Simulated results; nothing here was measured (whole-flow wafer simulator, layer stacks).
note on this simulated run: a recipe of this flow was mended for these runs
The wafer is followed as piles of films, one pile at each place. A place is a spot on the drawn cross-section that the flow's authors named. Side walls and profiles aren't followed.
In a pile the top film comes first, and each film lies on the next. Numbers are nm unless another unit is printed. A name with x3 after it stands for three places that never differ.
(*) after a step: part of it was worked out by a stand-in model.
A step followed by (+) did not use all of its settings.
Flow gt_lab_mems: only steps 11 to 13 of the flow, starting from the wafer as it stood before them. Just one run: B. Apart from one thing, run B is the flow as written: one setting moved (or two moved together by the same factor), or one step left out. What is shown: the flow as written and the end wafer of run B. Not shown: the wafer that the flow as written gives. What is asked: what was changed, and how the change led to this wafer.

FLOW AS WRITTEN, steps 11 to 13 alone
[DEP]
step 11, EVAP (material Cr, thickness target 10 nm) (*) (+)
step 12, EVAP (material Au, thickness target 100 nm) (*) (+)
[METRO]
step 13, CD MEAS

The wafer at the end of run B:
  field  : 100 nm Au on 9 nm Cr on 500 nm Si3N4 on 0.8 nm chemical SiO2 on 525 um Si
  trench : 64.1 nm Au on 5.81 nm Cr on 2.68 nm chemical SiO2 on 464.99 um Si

What caused this: step 11, EVAP: thickness target 9 nm was run, whereas the flow has thickness target 10 nm.
One can read it off the wafer: field has Cr 9, and step 11 as written asks for 10 nm.

Step by step, how the change led to this:
  step 11, EVAP (material Cr, thickness target 10 nm) (*) (+)
      field: +9 Cr (new film) (in the flow as written it would be: +10 Cr (new film))
      trench: +5.81 Cr (new film) (in the flow as written it would be: +6.45 Cr (new film))
